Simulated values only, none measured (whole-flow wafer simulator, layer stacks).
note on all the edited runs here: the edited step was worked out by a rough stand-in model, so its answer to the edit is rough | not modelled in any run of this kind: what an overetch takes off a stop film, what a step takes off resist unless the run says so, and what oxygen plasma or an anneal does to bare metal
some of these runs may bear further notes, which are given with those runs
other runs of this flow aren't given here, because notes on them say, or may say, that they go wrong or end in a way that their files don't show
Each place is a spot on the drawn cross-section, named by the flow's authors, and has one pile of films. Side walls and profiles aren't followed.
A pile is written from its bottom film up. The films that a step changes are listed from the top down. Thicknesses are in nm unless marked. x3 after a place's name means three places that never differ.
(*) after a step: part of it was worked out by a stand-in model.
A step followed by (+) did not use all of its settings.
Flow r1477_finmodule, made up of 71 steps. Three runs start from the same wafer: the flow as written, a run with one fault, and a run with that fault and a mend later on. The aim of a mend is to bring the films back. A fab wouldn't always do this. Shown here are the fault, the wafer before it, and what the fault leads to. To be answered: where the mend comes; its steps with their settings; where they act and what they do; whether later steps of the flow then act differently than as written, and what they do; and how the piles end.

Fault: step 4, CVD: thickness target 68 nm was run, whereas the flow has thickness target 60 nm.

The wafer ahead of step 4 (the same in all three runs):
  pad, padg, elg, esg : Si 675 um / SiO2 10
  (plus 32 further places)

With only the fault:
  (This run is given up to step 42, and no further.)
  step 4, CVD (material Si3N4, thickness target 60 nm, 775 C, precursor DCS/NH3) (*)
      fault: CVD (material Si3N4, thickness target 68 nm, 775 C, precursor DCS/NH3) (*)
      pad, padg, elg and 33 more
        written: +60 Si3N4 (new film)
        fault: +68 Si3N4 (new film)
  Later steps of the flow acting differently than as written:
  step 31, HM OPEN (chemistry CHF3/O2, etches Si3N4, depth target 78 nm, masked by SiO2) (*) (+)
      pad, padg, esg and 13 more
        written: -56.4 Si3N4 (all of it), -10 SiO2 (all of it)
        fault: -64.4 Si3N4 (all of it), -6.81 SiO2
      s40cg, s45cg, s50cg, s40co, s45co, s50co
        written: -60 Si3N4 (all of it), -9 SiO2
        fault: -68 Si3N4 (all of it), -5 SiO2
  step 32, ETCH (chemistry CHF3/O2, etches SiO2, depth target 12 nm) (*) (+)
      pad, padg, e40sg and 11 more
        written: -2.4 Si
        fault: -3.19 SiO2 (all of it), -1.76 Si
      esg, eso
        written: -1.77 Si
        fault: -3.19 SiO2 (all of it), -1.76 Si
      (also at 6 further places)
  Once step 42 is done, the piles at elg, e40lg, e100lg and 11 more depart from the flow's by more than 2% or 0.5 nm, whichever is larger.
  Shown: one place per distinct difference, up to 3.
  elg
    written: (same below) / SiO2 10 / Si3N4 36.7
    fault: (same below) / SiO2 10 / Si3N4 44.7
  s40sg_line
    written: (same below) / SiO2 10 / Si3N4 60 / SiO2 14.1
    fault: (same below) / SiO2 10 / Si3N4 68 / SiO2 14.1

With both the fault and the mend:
  The mend stands after step 5.
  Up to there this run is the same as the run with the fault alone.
  step 5a, ETCH (chemistry h3po4, depth target 8 nm)
      pad, padg, elg and 33 more
        -8 Si3N4
  Every later step of the flow that is run acts as written at every place that is followed.
  By the end, the piles equal the flow's at every place that both follow.
